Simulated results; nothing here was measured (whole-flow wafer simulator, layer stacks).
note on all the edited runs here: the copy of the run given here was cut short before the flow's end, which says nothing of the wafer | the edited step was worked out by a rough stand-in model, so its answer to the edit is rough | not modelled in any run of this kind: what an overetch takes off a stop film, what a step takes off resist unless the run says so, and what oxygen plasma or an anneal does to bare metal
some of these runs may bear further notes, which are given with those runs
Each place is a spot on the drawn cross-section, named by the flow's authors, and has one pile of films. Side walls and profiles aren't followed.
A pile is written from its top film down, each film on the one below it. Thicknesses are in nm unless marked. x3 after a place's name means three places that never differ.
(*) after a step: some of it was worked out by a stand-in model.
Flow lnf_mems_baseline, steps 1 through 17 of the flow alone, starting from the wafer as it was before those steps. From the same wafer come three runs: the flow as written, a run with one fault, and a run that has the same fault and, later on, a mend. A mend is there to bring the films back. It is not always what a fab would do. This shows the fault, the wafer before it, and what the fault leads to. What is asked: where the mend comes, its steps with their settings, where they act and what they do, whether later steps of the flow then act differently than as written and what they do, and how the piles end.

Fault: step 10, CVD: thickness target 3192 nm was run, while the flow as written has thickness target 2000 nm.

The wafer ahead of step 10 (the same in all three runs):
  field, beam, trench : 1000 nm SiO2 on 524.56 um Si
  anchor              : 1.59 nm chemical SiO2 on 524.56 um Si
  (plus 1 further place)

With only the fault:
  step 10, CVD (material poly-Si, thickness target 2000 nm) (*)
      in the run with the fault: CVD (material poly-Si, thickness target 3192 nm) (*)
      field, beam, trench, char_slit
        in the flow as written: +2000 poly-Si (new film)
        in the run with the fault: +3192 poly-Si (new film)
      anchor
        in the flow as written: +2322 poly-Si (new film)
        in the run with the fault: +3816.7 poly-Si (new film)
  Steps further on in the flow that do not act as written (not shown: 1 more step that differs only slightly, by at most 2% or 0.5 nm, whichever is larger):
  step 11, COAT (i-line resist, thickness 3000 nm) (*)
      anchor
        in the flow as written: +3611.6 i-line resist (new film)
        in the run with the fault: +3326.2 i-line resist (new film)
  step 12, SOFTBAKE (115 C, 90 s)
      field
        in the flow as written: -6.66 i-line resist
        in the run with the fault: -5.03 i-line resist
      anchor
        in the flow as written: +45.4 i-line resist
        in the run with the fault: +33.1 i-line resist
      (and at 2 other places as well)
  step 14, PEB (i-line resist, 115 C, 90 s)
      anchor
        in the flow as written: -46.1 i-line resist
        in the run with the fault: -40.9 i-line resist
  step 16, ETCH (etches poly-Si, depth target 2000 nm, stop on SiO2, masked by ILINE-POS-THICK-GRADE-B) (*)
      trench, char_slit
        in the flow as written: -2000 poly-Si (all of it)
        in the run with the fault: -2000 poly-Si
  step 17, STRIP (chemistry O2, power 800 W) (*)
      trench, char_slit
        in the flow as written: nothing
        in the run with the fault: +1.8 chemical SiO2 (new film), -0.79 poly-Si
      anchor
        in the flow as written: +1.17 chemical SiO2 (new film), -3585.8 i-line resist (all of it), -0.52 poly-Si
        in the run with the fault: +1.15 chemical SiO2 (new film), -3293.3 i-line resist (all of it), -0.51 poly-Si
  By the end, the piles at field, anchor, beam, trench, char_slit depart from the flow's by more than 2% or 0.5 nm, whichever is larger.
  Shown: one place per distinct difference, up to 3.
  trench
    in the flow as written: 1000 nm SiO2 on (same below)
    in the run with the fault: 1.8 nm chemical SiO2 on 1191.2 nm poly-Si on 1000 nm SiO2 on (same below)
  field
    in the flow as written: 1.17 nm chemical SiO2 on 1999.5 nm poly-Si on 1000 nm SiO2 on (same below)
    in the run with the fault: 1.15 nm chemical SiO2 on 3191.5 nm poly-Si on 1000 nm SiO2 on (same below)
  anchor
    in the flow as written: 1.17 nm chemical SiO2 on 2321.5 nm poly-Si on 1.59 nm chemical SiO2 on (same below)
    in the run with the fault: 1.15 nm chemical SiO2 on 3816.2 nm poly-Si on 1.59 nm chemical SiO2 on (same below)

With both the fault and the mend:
  The mend follows step 10.
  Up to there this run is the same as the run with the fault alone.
  step 10a, ETCH (chemistry tmah, depth target 4294 nm)
      field, beam, trench, char_slit
        -3192 poly-Si (all of it)
      anchor
        -3816.7 poly-Si (all of it)
  step 10b, CLEAN (chemistry SC1/SC2) (the flow's step 1 again)
      leaves every film unchanged at each place that is followed
  step 10c, CVD (material poly-Si, thickness target 2000 nm) (*) (the flow's step 10 again)
      field, beam, trench, char_slit
        +2000 poly-Si (new film)
      anchor
        +2322 poly-Si (new film)
  Later steps of the flow that are run all act as written at every place that is followed.
  The piles end the same as the flow's at every place that both follow.
